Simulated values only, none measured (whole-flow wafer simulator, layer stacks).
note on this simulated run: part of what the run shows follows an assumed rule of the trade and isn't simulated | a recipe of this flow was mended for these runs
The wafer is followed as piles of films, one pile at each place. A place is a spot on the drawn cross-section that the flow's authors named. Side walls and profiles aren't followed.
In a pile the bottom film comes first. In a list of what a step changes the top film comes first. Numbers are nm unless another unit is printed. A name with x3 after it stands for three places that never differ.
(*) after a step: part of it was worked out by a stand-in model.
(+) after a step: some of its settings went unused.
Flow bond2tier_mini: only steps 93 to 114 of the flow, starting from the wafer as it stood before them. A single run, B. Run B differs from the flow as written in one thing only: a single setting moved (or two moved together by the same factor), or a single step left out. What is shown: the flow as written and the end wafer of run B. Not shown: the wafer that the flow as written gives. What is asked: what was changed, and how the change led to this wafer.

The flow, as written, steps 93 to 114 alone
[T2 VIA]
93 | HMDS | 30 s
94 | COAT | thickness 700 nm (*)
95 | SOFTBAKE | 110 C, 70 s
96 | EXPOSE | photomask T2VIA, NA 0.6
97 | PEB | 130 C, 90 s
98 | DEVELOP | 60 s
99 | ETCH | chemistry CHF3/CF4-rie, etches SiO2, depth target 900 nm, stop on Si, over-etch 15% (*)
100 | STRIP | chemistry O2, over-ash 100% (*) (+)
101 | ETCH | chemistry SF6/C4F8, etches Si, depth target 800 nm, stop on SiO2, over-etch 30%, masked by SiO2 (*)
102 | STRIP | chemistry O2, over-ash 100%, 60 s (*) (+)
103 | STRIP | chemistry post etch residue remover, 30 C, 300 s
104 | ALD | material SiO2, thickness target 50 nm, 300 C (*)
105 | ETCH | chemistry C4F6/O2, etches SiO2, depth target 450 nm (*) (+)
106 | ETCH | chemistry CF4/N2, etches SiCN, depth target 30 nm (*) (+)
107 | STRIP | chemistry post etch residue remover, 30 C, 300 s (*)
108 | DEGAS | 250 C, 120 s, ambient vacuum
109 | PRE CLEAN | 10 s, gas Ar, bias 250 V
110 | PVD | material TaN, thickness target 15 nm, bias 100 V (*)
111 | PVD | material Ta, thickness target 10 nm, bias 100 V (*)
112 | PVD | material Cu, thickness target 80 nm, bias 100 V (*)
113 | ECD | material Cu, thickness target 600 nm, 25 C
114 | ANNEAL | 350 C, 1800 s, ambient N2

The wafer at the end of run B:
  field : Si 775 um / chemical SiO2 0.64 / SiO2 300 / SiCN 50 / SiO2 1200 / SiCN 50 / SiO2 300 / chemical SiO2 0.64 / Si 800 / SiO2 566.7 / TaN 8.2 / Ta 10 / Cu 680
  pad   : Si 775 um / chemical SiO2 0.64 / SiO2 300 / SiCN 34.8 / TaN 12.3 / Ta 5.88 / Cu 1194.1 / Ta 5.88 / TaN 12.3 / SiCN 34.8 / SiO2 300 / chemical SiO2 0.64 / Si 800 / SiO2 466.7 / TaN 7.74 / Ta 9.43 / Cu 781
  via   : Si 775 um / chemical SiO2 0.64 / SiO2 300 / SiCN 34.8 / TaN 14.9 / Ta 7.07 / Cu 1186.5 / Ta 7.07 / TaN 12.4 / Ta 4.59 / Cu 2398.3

Cause: step 110, PVD: thickness target 8.2 nm was run, whereas the flow has thickness target 15 nm.
One can read it off the wafer: field has TaN 8.2, and step 110 as written asks for 15 nm.

The path from the change to this, step by step:
  110 | PVD | material TaN, thickness target 15 nm, bias 100 V (*)
      field: +8.2 TaN (new film) (it would be, as written: +15 TaN (new film))
      pad: +7.74 TaN (new film) (it would be, as written: +14.2 TaN (new film))
      (also at 1 further place)
